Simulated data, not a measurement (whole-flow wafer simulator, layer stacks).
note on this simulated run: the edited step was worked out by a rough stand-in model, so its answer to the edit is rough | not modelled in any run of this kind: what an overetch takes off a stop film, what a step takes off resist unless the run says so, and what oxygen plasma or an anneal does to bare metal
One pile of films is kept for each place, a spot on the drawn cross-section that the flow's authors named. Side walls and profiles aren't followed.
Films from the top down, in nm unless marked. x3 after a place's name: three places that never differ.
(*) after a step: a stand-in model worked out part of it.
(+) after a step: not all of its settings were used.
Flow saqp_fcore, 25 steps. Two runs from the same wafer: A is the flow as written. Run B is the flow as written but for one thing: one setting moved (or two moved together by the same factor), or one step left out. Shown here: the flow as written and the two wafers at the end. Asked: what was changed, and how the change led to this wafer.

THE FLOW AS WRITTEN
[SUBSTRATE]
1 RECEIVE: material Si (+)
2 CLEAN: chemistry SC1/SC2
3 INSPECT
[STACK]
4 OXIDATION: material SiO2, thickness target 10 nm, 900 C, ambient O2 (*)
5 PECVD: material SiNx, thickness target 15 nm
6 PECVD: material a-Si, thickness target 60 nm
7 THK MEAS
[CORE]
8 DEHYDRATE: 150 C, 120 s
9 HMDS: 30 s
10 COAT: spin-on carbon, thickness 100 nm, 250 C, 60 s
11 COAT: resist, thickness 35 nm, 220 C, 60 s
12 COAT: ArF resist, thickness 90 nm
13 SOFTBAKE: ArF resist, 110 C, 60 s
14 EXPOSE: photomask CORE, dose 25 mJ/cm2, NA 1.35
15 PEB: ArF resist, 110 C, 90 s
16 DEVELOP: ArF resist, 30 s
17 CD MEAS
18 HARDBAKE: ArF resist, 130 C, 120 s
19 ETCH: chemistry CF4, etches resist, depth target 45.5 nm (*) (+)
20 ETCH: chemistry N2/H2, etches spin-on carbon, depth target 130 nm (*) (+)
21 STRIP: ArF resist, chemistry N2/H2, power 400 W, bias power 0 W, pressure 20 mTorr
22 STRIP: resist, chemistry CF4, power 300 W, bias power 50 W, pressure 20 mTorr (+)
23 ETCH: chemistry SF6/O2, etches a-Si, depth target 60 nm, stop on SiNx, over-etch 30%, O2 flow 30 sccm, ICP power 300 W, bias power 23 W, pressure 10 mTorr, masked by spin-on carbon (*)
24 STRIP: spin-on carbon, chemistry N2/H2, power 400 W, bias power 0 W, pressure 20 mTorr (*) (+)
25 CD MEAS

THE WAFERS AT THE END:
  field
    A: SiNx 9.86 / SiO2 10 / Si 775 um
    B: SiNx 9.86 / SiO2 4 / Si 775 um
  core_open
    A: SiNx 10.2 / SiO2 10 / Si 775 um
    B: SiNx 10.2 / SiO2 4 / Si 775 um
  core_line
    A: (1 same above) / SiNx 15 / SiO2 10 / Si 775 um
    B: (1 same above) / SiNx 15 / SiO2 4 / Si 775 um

The cause: step 4, OXIDATION: thickness target 4 nm was run, where the flow has thickness target 10 nm.
It can be read off the wafer: field has SiO2 4, and step 4 as written asks for 10 nm.

How the change led to this, step by step:
  4 OXIDATION: material SiO2, thickness target 10 nm, 900 C, ambient O2 (*)
      field, core_open, core_line: A SiO2 +10 (new film), chemical SiO2 -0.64 (all of it), Si -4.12 | B SiO2 +4 (new film), chemical SiO2 -0.64 (all of it), Si -1.48
